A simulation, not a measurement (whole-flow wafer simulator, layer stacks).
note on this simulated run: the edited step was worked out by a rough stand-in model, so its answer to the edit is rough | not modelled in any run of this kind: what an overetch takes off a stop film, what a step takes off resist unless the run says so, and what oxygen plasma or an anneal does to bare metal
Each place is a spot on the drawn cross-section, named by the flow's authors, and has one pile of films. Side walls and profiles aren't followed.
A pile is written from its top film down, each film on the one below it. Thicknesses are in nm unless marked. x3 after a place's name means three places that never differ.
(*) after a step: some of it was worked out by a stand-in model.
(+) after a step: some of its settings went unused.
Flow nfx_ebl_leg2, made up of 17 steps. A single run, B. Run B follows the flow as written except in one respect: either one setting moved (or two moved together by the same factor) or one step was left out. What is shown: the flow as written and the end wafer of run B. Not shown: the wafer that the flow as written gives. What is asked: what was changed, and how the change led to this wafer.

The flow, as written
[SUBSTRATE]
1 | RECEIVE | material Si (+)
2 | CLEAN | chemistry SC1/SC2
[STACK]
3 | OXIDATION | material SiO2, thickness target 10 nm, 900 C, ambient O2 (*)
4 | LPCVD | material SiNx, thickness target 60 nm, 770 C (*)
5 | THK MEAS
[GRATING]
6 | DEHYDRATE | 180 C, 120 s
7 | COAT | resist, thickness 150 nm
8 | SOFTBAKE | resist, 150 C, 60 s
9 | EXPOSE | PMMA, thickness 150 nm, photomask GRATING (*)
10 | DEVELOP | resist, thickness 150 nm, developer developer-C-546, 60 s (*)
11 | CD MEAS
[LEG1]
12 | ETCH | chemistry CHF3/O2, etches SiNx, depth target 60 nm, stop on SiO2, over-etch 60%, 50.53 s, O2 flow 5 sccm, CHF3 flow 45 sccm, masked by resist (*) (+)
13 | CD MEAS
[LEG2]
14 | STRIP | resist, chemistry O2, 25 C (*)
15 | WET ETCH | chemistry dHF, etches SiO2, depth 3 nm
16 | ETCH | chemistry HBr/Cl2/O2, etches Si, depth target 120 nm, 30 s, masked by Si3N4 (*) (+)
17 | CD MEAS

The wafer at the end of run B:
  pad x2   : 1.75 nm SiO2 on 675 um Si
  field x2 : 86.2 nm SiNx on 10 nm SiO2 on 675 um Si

What caused this: step 4, LPCVD: thickness target 93 nm was run, though the flow has thickness target 60 nm.

Step by step, how the change led to this:
  4 | LPCVD | material SiNx, thickness target 60 nm, 770 C (*)
      field x2, pad x2: SiNx gains 93 (new film) (as written it would have been: SiNx gains 60 (new film))
  12 | ETCH | chemistry CHF3/O2, etches SiNx, depth target 60 nm, stop on SiO2, over-etch 60%, 50.53 s, O2 flow 5 sccm, CHF3 flow 45 sccm, masked by resist (*) (+)
      pad x2: SiNx loses 93 (all of it), SiO2 loses 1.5 (as written it would have been: SiNx loses 60 (all of it), SiO2 loses 10 (all of it))
  14 | STRIP | resist, chemistry O2, 25 C (*)
      pad x2: nothing (as written it would have been: chemical SiO2 gains 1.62 (new film), Si loses 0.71)
  15 | WET ETCH | chemistry dHF, etches SiO2, depth 3 nm
      pad x2: SiO2 loses 3 (as written it would have been: chemical SiO2 loses 1.62 (all of it))
  16 | ETCH | chemistry HBr/Cl2/O2, etches Si, depth target 120 nm, 30 s, masked by Si3N4 (*) (+)
      pad x2: SiO2 loses 3.75 (as written it would have been: Si loses 120)
